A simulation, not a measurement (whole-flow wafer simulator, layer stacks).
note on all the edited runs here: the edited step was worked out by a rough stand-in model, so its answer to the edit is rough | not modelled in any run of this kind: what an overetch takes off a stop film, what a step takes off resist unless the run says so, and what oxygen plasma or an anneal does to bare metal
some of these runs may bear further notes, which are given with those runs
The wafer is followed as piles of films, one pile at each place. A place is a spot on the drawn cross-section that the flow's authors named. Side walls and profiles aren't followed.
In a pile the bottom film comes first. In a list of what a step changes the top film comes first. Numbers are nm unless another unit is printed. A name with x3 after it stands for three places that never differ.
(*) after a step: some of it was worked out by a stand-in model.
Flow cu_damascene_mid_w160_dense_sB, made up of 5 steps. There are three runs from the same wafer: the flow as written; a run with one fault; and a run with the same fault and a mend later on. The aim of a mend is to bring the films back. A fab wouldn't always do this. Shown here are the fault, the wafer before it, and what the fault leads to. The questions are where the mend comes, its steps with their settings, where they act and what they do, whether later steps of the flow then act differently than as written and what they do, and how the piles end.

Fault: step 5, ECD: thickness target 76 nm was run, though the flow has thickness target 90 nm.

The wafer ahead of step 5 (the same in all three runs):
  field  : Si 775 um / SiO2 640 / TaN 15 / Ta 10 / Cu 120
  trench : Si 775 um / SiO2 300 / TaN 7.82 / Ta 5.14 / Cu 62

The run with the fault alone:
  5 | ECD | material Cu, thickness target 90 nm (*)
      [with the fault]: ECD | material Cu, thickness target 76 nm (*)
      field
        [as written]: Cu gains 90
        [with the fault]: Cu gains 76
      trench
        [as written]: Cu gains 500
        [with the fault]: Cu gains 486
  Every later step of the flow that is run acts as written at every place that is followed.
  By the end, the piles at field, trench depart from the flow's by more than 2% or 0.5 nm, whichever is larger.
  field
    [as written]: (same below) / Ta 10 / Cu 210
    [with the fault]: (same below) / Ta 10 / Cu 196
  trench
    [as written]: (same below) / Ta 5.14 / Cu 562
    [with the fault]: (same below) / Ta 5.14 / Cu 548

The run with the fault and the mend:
  The mend follows step 5.
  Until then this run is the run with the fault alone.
  5a | ECD | material Cu, thickness target 14 nm (a further turn of the flow's step 5, with different settings)
      field, trench
        Cu gains 14
  Every later step of the flow that is run acts as written at every place that is followed.
  At every place that both follow, the piles at the end match the flow's.
